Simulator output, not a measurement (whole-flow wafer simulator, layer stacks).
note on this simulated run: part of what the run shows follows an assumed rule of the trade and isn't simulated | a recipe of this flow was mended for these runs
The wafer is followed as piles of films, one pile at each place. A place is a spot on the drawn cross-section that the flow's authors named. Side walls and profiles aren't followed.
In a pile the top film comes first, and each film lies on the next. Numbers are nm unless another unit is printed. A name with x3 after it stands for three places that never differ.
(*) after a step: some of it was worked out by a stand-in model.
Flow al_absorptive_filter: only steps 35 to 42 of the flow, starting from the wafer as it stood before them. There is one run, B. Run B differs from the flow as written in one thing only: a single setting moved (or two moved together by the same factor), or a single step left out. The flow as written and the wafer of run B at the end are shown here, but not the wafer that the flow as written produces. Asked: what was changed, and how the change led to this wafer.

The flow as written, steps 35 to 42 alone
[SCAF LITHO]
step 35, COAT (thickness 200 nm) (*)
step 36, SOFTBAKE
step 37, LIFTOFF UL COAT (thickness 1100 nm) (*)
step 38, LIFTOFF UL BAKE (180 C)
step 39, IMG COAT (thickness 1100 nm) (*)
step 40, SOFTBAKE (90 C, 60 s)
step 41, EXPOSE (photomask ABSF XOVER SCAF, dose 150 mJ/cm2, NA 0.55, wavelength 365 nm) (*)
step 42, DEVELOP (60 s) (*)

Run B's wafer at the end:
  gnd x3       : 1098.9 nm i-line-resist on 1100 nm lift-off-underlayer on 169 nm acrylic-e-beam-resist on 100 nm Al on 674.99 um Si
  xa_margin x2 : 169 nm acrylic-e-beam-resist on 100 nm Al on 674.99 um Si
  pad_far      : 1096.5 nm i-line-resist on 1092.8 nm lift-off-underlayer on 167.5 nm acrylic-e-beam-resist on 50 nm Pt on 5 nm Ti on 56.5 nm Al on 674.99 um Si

The reason: step 35, COAT: thickness 169 nm was run, whereas the flow has thickness 200 nm.
The wafer itself shows it: gnd x3 has acrylic-e-beam-resist 169, and step 35 as written asks for 200 nm.

How this came from the change, step by step:
  step 35, COAT (thickness 200 nm) (*)
      gnd x3, xa_margin x2, idc_field: acrylic-e-beam-resist gains 169 (new film) (in the flow as written it would be: acrylic-e-beam-resist gains 200 (new film))
      pad_far: acrylic-e-beam-resist gains 167.5 (new film) (in the flow as written it would be: acrylic-e-beam-resist gains 198.5 (new film))
      (also at 7 further places)
